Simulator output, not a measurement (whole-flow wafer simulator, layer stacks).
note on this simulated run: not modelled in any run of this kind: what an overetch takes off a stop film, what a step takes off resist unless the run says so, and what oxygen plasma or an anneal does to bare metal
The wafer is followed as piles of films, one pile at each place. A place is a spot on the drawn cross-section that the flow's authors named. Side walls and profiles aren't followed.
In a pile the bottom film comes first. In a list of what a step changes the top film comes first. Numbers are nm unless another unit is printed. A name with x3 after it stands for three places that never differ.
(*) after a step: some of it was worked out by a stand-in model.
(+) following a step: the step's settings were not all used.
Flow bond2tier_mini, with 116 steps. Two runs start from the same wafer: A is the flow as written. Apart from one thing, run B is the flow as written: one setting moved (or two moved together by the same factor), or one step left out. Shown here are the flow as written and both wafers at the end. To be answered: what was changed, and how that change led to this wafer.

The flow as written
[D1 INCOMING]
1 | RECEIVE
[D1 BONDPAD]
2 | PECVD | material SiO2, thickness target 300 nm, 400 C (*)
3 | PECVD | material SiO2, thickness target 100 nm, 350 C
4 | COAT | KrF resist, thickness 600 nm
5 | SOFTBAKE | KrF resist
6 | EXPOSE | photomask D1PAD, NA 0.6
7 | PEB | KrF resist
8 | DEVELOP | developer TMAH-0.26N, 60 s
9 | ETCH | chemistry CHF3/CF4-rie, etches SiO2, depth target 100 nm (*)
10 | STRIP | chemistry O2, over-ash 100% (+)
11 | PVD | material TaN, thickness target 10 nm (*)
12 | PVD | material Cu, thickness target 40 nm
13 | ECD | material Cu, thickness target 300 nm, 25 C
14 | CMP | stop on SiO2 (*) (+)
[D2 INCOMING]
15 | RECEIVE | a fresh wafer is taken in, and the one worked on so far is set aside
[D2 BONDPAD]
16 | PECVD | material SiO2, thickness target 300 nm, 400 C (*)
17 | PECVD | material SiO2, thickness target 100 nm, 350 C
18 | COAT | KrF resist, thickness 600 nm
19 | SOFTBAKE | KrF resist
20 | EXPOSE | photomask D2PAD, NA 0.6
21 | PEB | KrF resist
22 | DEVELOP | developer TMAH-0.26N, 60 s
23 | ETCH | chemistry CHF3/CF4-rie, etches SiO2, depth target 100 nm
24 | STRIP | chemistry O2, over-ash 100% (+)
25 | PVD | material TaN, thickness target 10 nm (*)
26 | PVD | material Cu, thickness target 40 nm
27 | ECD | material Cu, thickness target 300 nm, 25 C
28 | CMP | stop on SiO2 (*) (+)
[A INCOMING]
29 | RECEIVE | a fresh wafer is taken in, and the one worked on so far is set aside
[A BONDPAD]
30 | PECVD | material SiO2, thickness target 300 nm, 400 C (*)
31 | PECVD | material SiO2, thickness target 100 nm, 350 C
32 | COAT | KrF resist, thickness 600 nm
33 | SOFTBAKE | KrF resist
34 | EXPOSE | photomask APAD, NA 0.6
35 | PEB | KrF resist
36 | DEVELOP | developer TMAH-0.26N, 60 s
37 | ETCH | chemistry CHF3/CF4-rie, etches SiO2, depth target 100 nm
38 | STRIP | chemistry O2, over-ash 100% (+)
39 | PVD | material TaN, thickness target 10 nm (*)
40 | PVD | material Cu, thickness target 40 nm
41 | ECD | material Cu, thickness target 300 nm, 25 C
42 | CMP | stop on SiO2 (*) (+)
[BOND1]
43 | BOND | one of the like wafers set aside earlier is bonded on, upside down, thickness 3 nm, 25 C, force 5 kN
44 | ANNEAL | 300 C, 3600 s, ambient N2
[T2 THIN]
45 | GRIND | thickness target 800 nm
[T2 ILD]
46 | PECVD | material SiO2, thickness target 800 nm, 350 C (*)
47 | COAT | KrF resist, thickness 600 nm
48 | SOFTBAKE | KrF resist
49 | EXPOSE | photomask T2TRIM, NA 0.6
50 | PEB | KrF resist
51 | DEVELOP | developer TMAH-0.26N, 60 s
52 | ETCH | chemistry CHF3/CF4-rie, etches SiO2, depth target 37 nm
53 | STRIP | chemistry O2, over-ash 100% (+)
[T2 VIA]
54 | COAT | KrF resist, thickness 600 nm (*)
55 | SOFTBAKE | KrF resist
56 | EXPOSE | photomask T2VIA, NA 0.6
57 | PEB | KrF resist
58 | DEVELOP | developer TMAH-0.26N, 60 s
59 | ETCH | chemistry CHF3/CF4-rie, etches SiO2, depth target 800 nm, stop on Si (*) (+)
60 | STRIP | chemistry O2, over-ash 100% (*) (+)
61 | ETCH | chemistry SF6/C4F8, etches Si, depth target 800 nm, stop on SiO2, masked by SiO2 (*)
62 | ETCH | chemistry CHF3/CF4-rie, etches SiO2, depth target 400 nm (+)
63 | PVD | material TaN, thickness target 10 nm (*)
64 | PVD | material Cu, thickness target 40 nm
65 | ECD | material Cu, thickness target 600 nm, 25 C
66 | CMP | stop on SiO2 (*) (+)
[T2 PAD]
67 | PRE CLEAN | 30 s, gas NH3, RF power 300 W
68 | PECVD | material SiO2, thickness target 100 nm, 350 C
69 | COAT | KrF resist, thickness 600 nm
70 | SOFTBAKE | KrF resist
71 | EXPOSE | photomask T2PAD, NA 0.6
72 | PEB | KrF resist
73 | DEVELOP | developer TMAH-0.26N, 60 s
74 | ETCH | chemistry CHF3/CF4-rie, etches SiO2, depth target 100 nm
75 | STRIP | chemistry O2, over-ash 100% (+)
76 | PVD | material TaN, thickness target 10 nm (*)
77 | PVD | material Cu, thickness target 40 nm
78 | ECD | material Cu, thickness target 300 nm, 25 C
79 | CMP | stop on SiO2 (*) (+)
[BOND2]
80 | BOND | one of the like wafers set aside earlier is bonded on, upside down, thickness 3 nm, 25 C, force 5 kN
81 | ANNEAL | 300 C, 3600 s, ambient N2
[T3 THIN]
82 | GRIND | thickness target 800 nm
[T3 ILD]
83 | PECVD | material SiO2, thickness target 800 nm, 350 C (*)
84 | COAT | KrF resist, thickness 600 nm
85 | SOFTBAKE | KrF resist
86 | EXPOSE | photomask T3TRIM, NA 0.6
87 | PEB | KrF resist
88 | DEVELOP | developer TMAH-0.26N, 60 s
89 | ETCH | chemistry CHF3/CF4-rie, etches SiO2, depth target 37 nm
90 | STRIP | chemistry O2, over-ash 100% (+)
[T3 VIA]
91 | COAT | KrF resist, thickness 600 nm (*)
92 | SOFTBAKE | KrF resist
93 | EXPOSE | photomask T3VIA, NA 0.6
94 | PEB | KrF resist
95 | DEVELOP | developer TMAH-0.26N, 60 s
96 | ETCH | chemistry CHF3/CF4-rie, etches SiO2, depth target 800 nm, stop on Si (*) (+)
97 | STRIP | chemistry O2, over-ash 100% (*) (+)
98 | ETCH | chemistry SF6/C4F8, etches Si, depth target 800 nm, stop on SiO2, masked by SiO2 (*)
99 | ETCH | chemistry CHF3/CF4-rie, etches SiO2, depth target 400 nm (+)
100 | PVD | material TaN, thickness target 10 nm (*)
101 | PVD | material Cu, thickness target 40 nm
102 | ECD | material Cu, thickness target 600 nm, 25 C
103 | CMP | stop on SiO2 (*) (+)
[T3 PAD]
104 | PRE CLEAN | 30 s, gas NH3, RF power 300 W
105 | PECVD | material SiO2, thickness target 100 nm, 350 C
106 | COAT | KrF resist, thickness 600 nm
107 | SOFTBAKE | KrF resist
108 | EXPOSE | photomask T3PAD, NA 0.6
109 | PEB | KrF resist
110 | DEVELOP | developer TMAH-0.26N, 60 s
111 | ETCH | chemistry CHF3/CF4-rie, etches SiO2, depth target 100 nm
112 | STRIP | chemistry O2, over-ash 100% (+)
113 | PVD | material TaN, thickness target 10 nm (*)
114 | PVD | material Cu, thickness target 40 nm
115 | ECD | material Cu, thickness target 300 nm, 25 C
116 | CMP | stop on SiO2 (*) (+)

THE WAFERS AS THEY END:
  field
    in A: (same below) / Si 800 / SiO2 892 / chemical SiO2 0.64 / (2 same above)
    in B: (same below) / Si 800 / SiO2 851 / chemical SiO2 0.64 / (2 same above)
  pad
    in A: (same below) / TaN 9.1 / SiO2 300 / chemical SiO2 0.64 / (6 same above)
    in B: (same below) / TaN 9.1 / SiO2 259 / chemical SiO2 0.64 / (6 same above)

The reason: step 17, PECVD: thickness target 59 nm was run, though the flow has thickness target 100 nm.

The path from the change to this, step by step:
  17 | PECVD | material SiO2, thickness target 100 nm, 350 C
      field, pad, via: A +100 SiO2 | B +59 SiO2
  80 | BOND | one of the like wafers set aside earlier is bonded on, upside down, thickness 3 nm, 25 C, force 5 kN
      field: A +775 um Si (new film), +0.64 chemical SiO2 (new film), +400 SiO2 | B +775 um Si (new film), +0.64 chemical SiO2 (new film), +359 SiO2
      pad: A +775 um Si (new film), +0.64 chemical SiO2 (new film), +300 SiO2 (new film), +9.1 TaN (new film), +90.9 Cu | B +775 um Si (new film), +0.64 chemical SiO2 (new film), +259 SiO2 (new film), +9.1 TaN (new film), +90.9 Cu
